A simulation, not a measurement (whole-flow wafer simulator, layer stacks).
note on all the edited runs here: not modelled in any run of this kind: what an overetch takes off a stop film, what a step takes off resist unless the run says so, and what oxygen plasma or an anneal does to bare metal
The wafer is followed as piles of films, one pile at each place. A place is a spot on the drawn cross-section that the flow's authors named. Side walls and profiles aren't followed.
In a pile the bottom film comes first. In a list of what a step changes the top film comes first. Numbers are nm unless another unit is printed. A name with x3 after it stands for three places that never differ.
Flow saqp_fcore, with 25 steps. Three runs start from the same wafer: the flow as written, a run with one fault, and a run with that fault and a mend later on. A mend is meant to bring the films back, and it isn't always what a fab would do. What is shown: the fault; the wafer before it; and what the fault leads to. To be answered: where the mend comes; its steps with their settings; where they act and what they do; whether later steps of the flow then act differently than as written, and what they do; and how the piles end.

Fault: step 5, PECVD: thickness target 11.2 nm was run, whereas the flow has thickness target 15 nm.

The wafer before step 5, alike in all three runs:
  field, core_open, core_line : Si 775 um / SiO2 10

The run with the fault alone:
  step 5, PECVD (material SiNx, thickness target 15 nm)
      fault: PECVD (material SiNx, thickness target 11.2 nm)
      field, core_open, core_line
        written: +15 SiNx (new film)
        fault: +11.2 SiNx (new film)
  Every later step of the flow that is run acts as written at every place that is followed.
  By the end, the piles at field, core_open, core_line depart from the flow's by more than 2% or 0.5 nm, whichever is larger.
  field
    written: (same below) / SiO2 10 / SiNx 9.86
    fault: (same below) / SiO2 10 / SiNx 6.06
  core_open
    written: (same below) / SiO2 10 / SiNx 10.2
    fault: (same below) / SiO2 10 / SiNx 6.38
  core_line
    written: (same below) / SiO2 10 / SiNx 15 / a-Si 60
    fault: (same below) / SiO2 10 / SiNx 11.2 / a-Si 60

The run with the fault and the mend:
  After step 5 comes the mend.
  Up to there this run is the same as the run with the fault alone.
  step 5a, PECVD (material SiNx, thickness target 3.8 nm) (the flow's step 5, run once more with other settings)
      field, core_open, core_line
        +3.8 SiNx
  Every later step of the flow that is run acts as written at every place that is followed.
  The piles end the same as the flow's at every place that both follow.
